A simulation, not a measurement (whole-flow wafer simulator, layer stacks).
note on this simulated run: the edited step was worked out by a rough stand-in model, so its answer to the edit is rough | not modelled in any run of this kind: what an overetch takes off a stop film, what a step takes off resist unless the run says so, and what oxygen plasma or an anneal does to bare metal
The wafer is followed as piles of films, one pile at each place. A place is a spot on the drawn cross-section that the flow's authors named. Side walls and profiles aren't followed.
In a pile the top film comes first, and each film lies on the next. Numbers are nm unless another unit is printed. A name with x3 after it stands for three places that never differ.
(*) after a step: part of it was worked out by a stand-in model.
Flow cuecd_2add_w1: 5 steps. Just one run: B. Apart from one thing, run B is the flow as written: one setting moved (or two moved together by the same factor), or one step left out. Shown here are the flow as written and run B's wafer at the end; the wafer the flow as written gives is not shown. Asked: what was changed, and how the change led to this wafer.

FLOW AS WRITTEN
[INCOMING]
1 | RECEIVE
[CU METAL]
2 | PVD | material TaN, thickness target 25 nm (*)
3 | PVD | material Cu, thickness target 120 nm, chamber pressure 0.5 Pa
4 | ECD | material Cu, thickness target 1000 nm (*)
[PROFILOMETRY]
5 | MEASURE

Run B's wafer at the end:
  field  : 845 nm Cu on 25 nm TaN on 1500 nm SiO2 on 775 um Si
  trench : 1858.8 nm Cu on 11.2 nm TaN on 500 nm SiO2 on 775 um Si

What caused this: step 4, ECD: thickness target 725 nm was run, though the flow has thickness target 1000 nm.

How this came from the change, step by step:
  4 | ECD | material Cu, thickness target 1000 nm (*)
      field: Cu gains 725 (as written it would have been: Cu gains 1000)
      trench: Cu gains 1805.2 (as written it would have been: Cu gains 2080.2)
